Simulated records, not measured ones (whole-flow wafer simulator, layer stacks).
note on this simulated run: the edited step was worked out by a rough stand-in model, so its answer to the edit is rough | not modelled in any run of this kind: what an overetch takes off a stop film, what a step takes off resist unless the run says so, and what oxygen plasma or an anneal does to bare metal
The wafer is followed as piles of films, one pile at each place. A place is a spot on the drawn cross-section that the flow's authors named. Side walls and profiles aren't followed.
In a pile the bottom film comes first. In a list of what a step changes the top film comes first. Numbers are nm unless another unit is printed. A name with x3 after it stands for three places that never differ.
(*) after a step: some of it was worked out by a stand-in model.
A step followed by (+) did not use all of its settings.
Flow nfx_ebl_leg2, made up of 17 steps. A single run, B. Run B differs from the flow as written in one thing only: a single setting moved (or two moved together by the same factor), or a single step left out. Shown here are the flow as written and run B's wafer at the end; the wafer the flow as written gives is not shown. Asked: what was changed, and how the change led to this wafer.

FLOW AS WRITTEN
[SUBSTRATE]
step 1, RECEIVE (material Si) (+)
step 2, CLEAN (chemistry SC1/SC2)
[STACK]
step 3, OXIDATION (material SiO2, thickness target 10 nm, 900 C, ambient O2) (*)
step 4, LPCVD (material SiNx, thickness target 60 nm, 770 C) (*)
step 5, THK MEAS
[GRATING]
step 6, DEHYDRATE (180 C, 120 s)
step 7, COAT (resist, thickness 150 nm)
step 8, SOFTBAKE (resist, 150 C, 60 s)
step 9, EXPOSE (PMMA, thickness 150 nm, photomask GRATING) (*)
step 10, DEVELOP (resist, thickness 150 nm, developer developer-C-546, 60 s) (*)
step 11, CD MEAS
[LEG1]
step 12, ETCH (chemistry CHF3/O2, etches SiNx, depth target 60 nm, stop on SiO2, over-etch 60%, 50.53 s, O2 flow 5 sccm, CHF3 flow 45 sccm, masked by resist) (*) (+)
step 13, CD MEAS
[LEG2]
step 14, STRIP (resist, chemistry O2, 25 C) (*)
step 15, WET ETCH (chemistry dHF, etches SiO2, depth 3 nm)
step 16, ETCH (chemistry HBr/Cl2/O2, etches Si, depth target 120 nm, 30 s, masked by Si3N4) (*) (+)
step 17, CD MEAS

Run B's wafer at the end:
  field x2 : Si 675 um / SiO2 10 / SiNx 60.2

Cause: step 4, LPCVD: thickness target 67 nm was run, though the flow has thickness target 60 nm.

Step by step, how the change led to this:
  step 4, LPCVD (material SiNx, thickness target 60 nm, 770 C) (*)
      field x2, pad x2: +67 SiNx (new film) (as written it would have been: +60 SiNx (new film))
  step 12, ETCH (chemistry CHF3/O2, etches SiNx, depth target 60 nm, stop on SiO2, over-etch 60%, 50.53 s, O2 flow 5 sccm, CHF3 flow 45 sccm, masked by resist) (*) (+)
      pad x2: -67 SiNx (all of it), -10 SiO2 (all of it) (as written it would have been: -60 SiNx (all of it), -10 SiO2 (all of it))
